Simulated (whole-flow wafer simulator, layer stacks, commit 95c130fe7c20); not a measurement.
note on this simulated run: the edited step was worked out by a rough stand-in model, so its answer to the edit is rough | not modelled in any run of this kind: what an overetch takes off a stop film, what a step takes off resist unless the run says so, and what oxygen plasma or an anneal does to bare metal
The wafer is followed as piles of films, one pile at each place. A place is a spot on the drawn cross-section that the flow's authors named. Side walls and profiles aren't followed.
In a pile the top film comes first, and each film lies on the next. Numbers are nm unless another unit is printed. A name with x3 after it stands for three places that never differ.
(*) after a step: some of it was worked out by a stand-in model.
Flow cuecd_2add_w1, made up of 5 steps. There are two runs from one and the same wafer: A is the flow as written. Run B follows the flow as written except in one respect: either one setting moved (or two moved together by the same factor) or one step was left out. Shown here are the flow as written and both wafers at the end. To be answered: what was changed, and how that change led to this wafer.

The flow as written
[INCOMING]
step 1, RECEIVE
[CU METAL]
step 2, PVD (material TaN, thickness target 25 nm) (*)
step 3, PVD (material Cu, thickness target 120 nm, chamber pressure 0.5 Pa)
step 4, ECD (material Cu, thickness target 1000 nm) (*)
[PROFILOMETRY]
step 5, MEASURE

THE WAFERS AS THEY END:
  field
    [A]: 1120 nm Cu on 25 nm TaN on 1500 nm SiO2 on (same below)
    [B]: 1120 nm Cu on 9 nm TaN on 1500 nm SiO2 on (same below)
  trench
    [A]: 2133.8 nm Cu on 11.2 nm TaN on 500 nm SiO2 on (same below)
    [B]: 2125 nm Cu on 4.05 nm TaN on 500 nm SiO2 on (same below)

Cause: step 2, PVD: thickness target 9 nm was run, while the flow as written has thickness target 25 nm.
One can read it off the wafer: field has TaN 9, and step 2 as written asks for 25 nm.

Step by step, how the change led to this:
  step 2, PVD (material TaN, thickness target 25 nm) (*)
      field: A TaN gains 25 (new film) | B TaN gains 9 (new film)
      trench: A TaN gains 11.2 (new film) | B TaN gains 4.05 (new film)
